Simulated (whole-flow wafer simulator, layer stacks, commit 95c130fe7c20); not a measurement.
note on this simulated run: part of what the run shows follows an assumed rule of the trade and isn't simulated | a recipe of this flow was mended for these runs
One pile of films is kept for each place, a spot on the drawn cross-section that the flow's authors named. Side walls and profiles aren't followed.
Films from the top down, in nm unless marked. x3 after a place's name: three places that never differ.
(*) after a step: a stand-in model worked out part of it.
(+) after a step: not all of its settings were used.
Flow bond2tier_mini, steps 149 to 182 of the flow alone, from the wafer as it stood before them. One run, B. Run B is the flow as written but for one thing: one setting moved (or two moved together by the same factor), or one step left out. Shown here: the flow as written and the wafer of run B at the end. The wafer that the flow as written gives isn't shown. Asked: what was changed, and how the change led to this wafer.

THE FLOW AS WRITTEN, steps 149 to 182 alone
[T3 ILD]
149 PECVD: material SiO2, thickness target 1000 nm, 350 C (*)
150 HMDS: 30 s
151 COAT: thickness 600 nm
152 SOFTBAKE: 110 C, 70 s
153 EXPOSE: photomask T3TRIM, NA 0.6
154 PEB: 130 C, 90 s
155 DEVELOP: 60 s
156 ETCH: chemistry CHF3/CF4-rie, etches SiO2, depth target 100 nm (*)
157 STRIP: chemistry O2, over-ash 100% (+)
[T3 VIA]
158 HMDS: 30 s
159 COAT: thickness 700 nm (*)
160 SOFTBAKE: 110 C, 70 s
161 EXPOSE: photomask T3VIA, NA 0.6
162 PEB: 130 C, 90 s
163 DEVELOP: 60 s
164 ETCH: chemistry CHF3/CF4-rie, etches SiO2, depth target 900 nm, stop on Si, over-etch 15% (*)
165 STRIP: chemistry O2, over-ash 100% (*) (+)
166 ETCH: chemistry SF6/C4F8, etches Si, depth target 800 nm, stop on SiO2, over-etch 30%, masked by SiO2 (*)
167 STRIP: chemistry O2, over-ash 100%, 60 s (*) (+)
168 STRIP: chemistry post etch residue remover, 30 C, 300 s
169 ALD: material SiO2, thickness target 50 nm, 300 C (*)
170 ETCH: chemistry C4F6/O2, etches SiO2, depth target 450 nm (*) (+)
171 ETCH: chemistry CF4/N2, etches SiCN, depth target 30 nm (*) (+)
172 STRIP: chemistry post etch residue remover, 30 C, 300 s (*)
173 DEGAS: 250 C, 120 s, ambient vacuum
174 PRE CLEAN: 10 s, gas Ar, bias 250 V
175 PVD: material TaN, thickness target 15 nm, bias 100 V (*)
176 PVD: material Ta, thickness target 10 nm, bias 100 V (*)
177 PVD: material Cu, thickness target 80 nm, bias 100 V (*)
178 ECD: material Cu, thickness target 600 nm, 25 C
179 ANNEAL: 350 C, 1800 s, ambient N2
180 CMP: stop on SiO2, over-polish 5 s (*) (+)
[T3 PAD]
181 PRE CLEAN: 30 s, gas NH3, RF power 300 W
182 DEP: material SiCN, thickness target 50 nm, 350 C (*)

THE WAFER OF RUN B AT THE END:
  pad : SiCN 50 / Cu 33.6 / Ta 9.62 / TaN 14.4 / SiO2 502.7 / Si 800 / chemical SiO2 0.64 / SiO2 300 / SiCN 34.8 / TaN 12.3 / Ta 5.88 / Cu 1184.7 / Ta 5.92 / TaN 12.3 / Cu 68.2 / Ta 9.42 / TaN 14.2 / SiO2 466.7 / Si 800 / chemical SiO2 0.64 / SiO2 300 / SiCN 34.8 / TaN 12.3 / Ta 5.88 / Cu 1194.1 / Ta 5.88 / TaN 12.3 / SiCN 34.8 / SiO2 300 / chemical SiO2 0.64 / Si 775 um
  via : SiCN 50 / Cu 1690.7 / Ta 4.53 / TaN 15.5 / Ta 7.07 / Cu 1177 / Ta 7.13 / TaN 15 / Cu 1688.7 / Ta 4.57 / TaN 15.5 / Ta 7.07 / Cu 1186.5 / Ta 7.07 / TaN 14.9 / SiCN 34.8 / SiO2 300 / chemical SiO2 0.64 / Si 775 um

The cause: step 156, ETCH: depth target 64 nm was run, where the flow has depth target 100 nm.

How the change led to this, step by step:
  156 ETCH: chemistry CHF3/CF4-rie, etches SiO2, depth target 100 nm (*)
      pad, via: SiO2 -64 (as written it would be: SiO2 -100)
      field: thick-KrF-resist -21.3 (as written it would be: thick-KrF-resist -33.3)
  157 STRIP: chemistry O2, over-ash 100% (+)
      field: thick-KrF-resist -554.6 (all of it) (as written it would be: thick-KrF-resist -542.6 (all of it))
  159 COAT: thickness 700 nm (*)
      field: thick-KrF-resist +672.1 (new film) (as written it would be: thick-KrF-resist +656.8 (new film))
      pad: thick-KrF-resist +728.9 (new film) (as written it would be: thick-KrF-resist +744.9 (new film))
  164 ETCH: chemistry CHF3/CF4-rie, etches SiO2, depth target 900 nm, stop on Si, over-etch 15% (*)
      via: SiO2 -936 (all of it), Si -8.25 (as written it would be: SiO2 -900 (all of it), Si -11.2)
  165 STRIP: chemistry O2, over-ash 100% (*) (+)
      field: thick-KrF-resist -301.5 (all of it) (as written it would be: thick-KrF-resist -286.6 (all of it))
      pad: thick-KrF-resist -357.4 (all of it) (as written it would be: thick-KrF-resist -372.9 (all of it))
  177 PVD: material Cu, thickness target 80 nm, bias 100 V (*)
      pad: Cu +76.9 (new film) (as written it would be: Cu +75.3 (new film))
  178 ECD: material Cu, thickness target 600 nm, 25 C
      pad: Cu +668 (as written it would be: Cu +706.1)
